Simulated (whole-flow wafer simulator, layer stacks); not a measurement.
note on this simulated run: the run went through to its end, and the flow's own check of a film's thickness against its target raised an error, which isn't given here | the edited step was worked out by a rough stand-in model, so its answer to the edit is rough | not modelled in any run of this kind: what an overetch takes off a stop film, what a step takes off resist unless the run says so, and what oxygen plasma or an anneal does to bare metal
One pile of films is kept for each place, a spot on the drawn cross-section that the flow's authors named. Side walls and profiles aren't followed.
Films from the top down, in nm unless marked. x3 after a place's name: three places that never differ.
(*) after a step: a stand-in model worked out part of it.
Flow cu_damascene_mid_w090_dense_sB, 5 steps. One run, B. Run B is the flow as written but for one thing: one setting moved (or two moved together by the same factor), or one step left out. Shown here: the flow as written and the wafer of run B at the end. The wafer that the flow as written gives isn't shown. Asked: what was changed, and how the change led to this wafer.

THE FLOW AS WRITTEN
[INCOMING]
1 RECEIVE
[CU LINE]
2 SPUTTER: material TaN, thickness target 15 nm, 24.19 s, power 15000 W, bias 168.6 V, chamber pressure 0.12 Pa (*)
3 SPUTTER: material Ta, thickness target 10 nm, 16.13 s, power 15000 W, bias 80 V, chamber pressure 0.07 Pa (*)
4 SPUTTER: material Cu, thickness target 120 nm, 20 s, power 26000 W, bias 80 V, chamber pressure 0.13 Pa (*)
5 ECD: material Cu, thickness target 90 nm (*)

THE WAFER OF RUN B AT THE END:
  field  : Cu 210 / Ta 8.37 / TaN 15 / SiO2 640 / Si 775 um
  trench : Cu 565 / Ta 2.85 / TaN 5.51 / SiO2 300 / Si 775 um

The cause: step 3, SPUTTER: power 12560 W was run, where the flow has power 15000 W.

How the change led to this, step by step:
  3 SPUTTER: material Ta, thickness target 10 nm, 16.13 s, power 15000 W, bias 80 V, chamber pressure 0.07 Pa (*)
      field: Ta +8.37 (new film) (as written it would be: Ta +10 (new film))
      trench: Ta +2.85 (new film) (as written it would be: Ta +3.55 (new film))
